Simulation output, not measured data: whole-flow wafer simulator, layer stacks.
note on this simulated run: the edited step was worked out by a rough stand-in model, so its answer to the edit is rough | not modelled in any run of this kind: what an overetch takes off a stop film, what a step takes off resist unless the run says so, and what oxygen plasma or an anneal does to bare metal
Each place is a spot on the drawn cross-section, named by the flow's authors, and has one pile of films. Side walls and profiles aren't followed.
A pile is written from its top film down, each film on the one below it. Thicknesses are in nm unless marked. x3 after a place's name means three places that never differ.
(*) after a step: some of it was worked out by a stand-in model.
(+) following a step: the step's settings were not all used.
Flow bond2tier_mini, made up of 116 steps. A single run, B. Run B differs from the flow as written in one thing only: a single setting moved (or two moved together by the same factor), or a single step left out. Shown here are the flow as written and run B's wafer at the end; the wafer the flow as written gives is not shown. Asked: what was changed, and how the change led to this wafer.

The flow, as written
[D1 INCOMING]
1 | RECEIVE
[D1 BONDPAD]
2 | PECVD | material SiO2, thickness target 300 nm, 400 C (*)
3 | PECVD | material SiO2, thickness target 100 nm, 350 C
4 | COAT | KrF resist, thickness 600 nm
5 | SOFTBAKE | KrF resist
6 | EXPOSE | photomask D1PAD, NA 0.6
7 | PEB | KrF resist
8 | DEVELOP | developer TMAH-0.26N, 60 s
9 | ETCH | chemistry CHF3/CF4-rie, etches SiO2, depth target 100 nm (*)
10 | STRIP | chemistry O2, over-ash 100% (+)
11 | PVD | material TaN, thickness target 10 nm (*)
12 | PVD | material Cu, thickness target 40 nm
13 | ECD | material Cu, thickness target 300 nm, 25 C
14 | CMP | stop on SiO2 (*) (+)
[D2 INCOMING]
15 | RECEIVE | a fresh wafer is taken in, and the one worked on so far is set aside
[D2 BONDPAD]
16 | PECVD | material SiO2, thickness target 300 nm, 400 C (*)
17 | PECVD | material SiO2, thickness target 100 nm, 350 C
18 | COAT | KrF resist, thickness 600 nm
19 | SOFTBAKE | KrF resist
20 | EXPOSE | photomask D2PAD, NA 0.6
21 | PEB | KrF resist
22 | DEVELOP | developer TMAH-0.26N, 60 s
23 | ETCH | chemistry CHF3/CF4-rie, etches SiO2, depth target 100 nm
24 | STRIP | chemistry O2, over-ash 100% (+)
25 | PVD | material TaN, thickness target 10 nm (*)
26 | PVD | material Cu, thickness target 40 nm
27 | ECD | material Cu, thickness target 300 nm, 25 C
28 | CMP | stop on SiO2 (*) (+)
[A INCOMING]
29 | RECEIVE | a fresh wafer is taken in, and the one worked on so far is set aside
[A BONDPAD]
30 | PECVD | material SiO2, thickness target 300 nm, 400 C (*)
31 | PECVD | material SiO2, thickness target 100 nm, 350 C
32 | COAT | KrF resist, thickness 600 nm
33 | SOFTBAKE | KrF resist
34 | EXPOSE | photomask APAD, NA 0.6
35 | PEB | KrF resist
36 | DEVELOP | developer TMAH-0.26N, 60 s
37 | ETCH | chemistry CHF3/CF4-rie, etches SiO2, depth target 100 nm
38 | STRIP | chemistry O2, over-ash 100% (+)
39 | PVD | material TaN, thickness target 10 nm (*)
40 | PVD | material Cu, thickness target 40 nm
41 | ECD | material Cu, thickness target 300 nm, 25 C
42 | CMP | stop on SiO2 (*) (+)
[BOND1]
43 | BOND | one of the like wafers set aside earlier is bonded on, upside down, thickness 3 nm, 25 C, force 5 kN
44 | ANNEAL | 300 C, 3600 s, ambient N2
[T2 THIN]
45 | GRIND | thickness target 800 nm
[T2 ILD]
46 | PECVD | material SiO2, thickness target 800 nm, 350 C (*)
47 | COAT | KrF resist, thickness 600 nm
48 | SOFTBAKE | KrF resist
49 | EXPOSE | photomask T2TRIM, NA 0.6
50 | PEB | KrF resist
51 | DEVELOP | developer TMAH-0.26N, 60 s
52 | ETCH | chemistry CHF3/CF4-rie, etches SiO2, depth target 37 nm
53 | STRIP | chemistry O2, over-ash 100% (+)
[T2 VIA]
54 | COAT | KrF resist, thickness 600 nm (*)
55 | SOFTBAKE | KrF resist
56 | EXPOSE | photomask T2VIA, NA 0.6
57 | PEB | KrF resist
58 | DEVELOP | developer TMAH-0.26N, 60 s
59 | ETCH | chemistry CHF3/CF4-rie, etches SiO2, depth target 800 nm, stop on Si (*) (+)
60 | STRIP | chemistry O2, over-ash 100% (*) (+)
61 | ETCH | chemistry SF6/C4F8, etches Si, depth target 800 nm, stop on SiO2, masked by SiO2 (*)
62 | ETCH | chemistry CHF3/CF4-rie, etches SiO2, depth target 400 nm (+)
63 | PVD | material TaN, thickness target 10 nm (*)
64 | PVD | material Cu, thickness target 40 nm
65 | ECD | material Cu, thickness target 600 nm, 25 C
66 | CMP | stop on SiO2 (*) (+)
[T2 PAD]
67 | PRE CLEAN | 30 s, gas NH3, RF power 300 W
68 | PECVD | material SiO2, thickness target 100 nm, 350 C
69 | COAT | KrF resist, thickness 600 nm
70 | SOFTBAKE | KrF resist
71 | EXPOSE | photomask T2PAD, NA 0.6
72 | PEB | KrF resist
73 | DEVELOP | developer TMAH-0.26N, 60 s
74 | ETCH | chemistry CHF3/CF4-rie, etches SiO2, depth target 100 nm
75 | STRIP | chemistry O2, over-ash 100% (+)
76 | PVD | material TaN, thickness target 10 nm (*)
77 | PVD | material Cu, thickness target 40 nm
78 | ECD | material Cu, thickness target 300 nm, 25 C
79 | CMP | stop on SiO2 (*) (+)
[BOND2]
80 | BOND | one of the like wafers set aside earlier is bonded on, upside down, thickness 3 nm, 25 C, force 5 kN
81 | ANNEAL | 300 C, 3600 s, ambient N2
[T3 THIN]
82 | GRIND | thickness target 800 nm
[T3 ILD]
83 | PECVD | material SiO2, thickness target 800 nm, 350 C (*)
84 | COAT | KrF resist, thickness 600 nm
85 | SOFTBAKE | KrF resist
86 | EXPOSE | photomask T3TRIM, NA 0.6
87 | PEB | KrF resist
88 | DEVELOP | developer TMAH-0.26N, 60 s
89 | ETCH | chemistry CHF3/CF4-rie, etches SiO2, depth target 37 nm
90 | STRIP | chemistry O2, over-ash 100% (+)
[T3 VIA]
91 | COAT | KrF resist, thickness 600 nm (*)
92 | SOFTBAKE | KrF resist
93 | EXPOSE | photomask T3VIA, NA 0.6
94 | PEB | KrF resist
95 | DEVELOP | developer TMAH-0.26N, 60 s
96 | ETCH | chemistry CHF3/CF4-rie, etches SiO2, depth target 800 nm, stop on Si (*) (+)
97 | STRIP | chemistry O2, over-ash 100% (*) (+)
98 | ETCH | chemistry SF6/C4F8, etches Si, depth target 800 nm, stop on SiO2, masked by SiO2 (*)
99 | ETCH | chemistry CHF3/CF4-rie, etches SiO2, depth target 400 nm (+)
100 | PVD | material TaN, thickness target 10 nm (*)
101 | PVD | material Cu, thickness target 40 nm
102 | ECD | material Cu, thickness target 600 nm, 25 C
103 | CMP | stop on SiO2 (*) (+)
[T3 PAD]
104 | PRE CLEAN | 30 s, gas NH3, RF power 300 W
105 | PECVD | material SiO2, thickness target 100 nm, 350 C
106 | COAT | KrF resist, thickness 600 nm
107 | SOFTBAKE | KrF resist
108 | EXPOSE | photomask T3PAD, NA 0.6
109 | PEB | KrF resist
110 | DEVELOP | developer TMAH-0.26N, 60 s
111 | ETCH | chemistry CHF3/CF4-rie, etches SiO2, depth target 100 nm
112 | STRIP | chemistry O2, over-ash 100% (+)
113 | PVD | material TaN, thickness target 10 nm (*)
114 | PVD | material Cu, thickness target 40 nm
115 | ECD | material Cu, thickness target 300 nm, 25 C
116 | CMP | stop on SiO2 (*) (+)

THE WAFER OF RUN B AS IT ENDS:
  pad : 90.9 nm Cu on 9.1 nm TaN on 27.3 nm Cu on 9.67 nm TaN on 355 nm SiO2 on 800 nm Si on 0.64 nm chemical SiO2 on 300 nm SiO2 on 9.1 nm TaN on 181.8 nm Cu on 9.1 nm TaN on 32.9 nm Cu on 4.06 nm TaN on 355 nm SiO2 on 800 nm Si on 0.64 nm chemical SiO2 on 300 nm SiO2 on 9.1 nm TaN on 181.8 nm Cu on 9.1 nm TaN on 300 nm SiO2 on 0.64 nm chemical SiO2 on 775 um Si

The reason: step 63, PVD: thickness target 4.2 nm was run, while the flow as written has thickness target 10 nm.

How this came from the change, step by step:
  63 | PVD | material TaN, thickness target 10 nm (*)
      field: +4.2 TaN (new film) (in the flow as written it would be: +10 TaN (new film))
      pad: +4.06 TaN (new film) (in the flow as written it would be: +9.67 TaN (new film))
  66 | CMP | stop on SiO2 (*) (+)
      field: -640 Cu (all of it), -4.2 TaN (all of it) (in the flow as written it would be: -640 Cu (all of it), -10 TaN (all of it))
